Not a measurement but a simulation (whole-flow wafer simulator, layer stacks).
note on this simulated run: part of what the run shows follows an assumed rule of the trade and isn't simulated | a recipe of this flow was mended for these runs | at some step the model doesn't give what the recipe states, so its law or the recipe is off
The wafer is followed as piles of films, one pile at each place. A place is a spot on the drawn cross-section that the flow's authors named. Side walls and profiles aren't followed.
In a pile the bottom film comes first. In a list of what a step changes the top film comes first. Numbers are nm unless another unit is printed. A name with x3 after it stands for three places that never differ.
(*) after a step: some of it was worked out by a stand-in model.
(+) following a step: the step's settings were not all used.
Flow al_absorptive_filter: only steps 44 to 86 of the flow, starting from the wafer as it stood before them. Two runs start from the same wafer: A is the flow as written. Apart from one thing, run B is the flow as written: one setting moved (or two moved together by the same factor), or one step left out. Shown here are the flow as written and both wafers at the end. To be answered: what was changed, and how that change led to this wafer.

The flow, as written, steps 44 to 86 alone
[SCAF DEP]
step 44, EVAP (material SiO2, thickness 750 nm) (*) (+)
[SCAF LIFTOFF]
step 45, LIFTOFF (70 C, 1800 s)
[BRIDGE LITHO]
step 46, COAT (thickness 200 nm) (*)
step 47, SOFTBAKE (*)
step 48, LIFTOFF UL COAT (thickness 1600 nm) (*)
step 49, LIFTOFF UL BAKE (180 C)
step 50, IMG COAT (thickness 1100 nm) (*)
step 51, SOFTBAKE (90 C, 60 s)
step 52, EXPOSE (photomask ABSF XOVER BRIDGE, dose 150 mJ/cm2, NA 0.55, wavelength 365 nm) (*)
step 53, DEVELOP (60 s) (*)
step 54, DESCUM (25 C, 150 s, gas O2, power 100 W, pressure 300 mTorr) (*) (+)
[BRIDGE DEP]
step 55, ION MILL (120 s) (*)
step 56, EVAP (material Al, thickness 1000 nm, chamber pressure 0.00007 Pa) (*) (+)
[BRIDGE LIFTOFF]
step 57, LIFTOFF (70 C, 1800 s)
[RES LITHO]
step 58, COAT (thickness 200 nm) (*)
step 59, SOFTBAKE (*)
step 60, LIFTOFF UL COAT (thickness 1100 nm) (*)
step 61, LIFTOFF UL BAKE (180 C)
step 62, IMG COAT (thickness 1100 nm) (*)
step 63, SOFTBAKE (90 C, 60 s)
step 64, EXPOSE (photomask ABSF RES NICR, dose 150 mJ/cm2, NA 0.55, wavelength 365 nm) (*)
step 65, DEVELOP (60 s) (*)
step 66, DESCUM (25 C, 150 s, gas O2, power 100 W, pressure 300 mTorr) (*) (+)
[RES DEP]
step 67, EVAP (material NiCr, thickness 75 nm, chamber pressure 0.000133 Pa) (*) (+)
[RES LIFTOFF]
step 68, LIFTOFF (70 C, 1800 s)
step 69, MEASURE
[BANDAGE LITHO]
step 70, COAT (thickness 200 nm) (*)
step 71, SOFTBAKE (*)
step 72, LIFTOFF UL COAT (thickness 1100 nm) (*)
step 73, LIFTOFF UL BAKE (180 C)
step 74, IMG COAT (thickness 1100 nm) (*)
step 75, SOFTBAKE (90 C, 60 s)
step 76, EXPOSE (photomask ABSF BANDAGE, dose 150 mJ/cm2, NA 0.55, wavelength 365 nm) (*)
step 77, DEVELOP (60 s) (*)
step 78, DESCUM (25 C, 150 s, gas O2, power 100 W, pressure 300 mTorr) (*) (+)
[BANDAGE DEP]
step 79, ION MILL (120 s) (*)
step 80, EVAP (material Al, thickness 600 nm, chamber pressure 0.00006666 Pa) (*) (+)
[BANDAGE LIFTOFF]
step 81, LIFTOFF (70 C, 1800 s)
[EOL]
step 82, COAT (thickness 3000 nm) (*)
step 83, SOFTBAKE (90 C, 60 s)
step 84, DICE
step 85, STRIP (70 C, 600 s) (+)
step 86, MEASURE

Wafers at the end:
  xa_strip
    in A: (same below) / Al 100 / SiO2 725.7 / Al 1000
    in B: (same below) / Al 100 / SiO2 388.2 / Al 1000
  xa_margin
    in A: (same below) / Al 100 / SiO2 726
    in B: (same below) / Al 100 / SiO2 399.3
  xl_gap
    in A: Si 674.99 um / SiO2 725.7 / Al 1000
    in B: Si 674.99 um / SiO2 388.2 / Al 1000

What caused this: step 44, EVAP: thickness 412.5 nm was run, while the flow as written has thickness 750 nm.

Step by step, how the change led to this:
  step 44, EVAP (material SiO2, thickness 750 nm) (*) (+)
      gnd, pad_far, pad_near and 10 more: A SiO2 gains 750 (new film) | B SiO2 gains 412.5 (new film)
      xa_margin: A SiO2 gains 726 (new film) | B SiO2 gains 399.3 (new film)
  step 45, LIFTOFF (70 C, 1800 s)
      gnd, xa_field, xl_land, idc_field: A SiO2 loses 750 (all of it), i-line-resist loses 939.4 (all of it), lift-off-underlayer loses 1100 (all of it), acrylic-e-beam-resist loses 200 (all of it) | B SiO2 loses 412.5 (all of it), i-line-resist loses 939.4 (all of it), lift-off-underlayer loses 1100 (all of it), acrylic-e-beam-resist loses 200 (all of it)
      pad_far: A SiO2 loses 750 (all of it), i-line-resist loses 937 (all of it), lift-off-underlayer loses 1092.7 (all of it), acrylic-e-beam-resist loses 198.5 (all of it) | B SiO2 loses 412.5 (all of it), i-line-resist loses 937 (all of it), lift-off-underlayer loses 1092.7 (all of it), acrylic-e-beam-resist loses 198.5 (all of it)
      (as well as at 5 more places)
  step 46, COAT (thickness 200 nm) (*)
      xa_margin: A acrylic-e-beam-resist gains 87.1 (new film) | B acrylic-e-beam-resist gains 107.8 (new film)
      xa_strip: A acrylic-e-beam-resist gains 156.7 (new film) | B acrylic-e-beam-resist gains 178.4 (new film)
      (as well as at 3 more places)
  step 48, LIFTOFF UL COAT (thickness 1600 nm) (*)
      xa_margin: A lift-off-underlayer gains 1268 (new film) | B lift-off-underlayer gains 1435.2 (new film)
      xa_strip: A lift-off-underlayer gains 1219 (new film) | B lift-off-underlayer gains 1373.7 (new film)
      (as well as at 3 more places)
  step 50, IMG COAT (thickness 1100 nm) (*)
      xa_margin: A i-line-resist gains 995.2 (new film) | B i-line-resist gains 1049.6 (new film)
      xa_strip: A i-line-resist gains 962 (new film) | B i-line-resist gains 1032.5 (new film)
      (as well as at 2 more places)
  step 51, SOFTBAKE (90 C, 60 s)
      xa_strip: A i-line-resist loses 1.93 | B i-line-resist loses 0.94
      xl_turn: A i-line-resist loses 1.83 | B i-line-resist loses 0.85
  step 53, DEVELOP (60 s) (*)
      xa_strip: A i-line-resist loses 960.1 (all of it), lift-off-underlayer loses 1219 (all of it) | B i-line-resist loses 1031.6 (all of it), lift-off-underlayer loses 1373.7 (all of it)
      xl_land: A i-line-resist loses 1117.3 (all of it), lift-off-underlayer loses 1706.9 (all of it) | B i-line-resist loses 1108 (all of it), lift-off-underlayer loses 1652.5 (all of it)
      (as well as at 2 more places)
  step 54, DESCUM (25 C, 150 s, gas O2, power 100 W, pressure 300 mTorr) (*) (+)
      gnd, pad_far, pad_near and 7 more: A i-line-resist loses 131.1 | B i-line-resist loses 128.1
      xa_strip: A acrylic-e-beam-resist loses 156.7 (all of it) | B acrylic-e-beam-resist loses 178.4 (all of it)
      (as well as at 3 more places)
  step 57, LIFTOFF (70 C, 1800 s)
      xa_margin: A Al loses 1000 (all of it), i-line-resist loses 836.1 (all of it), lift-off-underlayer loses 1268 (all of it), acrylic-e-beam-resist loses 87.1 (all of it) | B Al loses 1000 (all of it), i-line-resist loses 894 (all of it), lift-off-underlayer loses 1435.2 (all of it), acrylic-e-beam-resist loses 107.8 (all of it)
  step 58, COAT (thickness 200 nm) (*)
      xa_margin: A acrylic-e-beam-resist gains 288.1 (new film) | B acrylic-e-beam-resist gains 350.9 (new film)
      xa_strip: A acrylic-e-beam-resist gains 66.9 (new film) | B acrylic-e-beam-resist gains 83.5 (new film)
      (as well as at 2 more places)
  step 60, LIFTOFF UL COAT (thickness 1100 nm) (*)
      xa_margin: A lift-off-underlayer gains 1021 (new film) | B lift-off-underlayer gains 1087.6 (new film)
      xa_strip: A lift-off-underlayer gains 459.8 (new film) | B lift-off-underlayer gains 535.1 (new film)
      (as well as at 2 more places)
  step 62, IMG COAT (thickness 1100 nm) (*)
      xa_margin: A i-line-resist gains 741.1 (new film) | B i-line-resist gains 831.7 (new film)
      xa_strip: A i-line-resist gains 577.9 (new film) | B i-line-resist gains 701.1 (new film)
      (as well as at 2 more places)
  step 63, SOFTBAKE (90 C, 60 s)
      xa_margin: A i-line-resist loses 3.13 | B i-line-resist loses 2.37
      xl_gap: A i-line-resist loses 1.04 | B i-line-resist loses 0.39
      (as well as at 1 more place)
  step 68, LIFTOFF (70 C, 1800 s)
      xa_margin: A NiCr loses 75 (all of it), i-line-resist loses 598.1 (all of it), lift-off-underlayer loses 1021 (all of it), acrylic-e-beam-resist loses 288.1 (all of it) | B NiCr loses 75 (all of it), i-line-resist loses 689.4 (all of it), lift-off-underlayer loses 1087.6 (all of it), acrylic-e-beam-resist loses 350.9 (all of it)
      xa_strip: A NiCr loses 75 (all of it), i-line-resist loses 433.3 (all of it), lift-off-underlayer loses 459.8 (all of it), acrylic-e-beam-resist loses 66.9 (all of it) | B NiCr loses 75 (all of it), i-line-resist loses 556.6 (all of it), lift-off-underlayer loses 535.1 (all of it), acrylic-e-beam-resist loses 83.5 (all of it)
      (as well as at 2 more places)
  step 70, COAT (thickness 200 nm) (*)
      xa_margin: A acrylic-e-beam-resist gains 288.1 (new film) | B acrylic-e-beam-resist gains 350.9 (new film)
      xa_strip: A acrylic-e-beam-resist gains 66.9 (new film) | B acrylic-e-beam-resist gains 83.5 (new film)
      (as well as at 2 more places)
  step 72, LIFTOFF UL COAT (thickness 1100 nm) (*)
      xa_margin: A lift-off-underlayer gains 1021 (new film) | B lift-off-underlayer gains 1087.6 (new film)
      xa_strip: A lift-off-underlayer gains 459.8 (new film) | B lift-off-underlayer gains 535.1 (new film)
      (as well as at 2 more places)
  ... another 5 steps ...
  step 85, STRIP (70 C, 600 s) (+)
      xa_margin: A i-line-resist loses 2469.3 (all of it) | B i-line-resist loses 2739.8 (all of it)
      xa_strip: A i-line-resist loses 1477 (all of it) | B i-line-resist loses 1755.1 (all of it)
      (as well as at 2 more places)
